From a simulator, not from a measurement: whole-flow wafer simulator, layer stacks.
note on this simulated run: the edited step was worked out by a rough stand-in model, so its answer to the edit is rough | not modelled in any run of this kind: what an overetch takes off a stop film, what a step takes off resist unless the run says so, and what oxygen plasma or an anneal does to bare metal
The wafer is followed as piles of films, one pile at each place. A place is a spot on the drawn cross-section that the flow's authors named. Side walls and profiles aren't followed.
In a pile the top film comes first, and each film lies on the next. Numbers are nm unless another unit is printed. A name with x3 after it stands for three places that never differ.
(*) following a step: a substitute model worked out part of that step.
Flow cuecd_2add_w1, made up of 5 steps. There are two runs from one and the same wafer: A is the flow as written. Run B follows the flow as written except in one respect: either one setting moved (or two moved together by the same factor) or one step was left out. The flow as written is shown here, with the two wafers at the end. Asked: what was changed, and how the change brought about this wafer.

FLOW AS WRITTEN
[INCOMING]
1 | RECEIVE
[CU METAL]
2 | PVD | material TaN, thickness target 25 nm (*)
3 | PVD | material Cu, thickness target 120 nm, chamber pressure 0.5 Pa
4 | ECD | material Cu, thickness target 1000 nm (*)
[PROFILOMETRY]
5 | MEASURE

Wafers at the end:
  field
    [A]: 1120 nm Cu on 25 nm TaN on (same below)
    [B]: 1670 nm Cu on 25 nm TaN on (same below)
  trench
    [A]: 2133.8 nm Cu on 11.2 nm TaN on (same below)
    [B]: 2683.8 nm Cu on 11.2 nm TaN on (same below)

What caused this: step 4, ECD: thickness target 1550 nm was run, though the flow has thickness target 1000 nm.

How this came from the change, step by step:
  4 | ECD | material Cu, thickness target 1000 nm (*)
      field: A Cu gains 1000 | B Cu gains 1550
      trench: A Cu gains 2080.2 | B Cu gains 2630.2
